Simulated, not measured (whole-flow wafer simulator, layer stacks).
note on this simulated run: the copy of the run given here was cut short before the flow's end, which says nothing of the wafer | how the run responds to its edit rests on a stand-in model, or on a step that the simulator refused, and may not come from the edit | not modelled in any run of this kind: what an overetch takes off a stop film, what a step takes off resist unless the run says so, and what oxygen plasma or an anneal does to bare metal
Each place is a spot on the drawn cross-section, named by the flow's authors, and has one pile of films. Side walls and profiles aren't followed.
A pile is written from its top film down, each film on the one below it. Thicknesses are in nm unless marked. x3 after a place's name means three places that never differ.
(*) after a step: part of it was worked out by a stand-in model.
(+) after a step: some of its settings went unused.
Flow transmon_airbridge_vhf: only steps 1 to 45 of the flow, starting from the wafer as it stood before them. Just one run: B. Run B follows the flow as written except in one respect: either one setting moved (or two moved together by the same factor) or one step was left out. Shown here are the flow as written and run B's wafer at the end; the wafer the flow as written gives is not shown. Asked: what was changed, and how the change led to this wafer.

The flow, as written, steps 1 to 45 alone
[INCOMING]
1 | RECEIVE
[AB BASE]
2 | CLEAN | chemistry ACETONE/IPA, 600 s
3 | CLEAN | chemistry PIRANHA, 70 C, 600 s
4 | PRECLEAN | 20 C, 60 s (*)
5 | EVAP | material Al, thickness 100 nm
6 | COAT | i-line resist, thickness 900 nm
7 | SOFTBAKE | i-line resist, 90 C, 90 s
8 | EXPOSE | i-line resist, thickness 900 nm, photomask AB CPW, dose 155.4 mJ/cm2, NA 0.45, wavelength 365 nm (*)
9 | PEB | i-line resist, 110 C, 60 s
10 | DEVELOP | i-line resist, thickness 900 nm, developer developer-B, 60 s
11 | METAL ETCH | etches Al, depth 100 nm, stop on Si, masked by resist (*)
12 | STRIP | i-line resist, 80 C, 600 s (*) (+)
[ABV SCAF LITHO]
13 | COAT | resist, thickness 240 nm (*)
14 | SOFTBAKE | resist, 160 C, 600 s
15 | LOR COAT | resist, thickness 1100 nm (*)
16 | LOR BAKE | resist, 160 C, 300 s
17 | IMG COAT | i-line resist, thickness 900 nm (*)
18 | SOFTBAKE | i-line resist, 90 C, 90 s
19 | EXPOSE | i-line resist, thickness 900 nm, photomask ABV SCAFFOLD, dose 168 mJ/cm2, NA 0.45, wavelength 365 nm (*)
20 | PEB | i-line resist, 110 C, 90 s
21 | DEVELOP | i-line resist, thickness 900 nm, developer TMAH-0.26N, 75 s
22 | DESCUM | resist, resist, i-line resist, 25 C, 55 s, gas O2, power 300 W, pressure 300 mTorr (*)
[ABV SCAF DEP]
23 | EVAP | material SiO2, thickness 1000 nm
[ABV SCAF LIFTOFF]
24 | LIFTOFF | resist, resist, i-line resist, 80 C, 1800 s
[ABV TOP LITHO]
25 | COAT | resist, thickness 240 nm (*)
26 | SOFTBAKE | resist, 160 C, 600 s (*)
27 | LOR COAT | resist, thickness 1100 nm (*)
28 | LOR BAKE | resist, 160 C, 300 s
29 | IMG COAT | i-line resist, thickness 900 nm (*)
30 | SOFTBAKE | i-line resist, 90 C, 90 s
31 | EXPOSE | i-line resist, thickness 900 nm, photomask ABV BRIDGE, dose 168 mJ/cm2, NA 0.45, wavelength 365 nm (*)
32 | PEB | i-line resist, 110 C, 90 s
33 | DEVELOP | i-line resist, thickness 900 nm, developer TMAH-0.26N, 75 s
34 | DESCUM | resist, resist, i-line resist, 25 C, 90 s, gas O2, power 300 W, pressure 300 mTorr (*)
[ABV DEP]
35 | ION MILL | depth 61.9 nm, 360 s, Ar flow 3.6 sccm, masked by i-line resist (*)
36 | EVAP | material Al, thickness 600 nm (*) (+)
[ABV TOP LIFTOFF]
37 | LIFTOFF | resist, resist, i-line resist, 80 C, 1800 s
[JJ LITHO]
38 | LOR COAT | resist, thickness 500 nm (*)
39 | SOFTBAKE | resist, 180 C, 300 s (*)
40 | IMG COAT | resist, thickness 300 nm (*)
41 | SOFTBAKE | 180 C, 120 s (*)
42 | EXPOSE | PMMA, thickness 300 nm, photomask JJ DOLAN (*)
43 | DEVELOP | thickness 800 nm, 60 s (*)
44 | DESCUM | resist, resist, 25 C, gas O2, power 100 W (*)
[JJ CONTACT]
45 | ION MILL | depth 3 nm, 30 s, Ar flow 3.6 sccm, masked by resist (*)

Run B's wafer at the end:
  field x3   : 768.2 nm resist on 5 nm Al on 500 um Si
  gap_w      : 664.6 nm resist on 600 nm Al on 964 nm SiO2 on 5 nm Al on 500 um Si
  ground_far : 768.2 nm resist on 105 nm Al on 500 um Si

What caused this: step 5, EVAP: thickness 105 nm was run, whereas the flow has thickness 100 nm.
One can read it off the wafer: ground_far has Al 105, and step 5 as written asks for 100 nm.

The path from the change to this, step by step:
  5 | EVAP | material Al, thickness 100 nm
      field x3, jj_line, ground_far and 12 more: +105 Al (new film) (as written it would have been: +100 Al (new film))
  11 | METAL ETCH | etches Al, depth 100 nm, stop on Si, masked by resist (*)
      field x3, jj_line, gap_w, gap_e: -100 Al (as written it would have been: -100 Al (all of it))
  45 | ION MILL | depth 3 nm, 30 s, Ar flow 3.6 sccm, masked by resist (*)
      jj_line: -5 Al (all of it), -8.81 Si (as written it would have been: -11.6 Si)
If metal films that touch count as one body, field x3 has 1 body; the flow as written gives 0 bodies.
If metal films that touch count as one body, gap_w has 2 bodies (between them, from the top down: SiO2 964); the flow as written gives 1 body.
